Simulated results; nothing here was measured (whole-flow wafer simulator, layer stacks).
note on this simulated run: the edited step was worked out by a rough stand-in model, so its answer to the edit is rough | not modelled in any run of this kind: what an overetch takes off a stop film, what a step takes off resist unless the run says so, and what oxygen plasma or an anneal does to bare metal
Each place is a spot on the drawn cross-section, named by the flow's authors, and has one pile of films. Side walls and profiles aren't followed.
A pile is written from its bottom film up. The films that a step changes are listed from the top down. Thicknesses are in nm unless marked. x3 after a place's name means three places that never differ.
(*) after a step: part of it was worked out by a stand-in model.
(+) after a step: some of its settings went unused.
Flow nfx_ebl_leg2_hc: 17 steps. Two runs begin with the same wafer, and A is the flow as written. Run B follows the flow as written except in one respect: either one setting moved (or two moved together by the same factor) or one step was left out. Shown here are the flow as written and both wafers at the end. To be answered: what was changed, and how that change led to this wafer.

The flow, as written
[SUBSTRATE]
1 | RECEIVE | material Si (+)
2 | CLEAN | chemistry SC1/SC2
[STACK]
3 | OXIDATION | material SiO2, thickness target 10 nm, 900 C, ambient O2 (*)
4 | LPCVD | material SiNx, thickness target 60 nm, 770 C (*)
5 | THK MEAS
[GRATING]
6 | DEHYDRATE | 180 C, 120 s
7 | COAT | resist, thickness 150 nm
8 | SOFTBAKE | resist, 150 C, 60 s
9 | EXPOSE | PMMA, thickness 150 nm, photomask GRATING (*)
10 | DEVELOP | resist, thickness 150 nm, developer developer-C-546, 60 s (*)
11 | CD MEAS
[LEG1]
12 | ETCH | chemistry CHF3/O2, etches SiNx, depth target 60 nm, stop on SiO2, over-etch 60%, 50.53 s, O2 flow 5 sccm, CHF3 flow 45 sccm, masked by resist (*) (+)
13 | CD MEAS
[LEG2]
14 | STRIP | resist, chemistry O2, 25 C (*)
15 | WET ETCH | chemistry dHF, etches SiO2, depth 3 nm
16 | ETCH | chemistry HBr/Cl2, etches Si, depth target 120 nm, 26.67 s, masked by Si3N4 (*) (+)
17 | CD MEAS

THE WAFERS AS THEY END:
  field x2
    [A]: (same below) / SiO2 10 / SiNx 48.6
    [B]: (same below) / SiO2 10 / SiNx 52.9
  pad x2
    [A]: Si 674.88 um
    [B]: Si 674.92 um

Cause: step 16, ETCH: depth target 75 nm was run, whereas the flow has depth target 120 nm; step 16, ETCH: 16.67 s was run, where the flow has 26.67 s.

Step by step, how the change led to this:
  16 | ETCH | chemistry HBr/Cl2, etches Si, depth target 120 nm, 26.67 s, masked by Si3N4 (*) (+)
      field x2: A -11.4 SiNx | B -7.14 SiNx
      pad x2: A -120 Si | B -75 Si
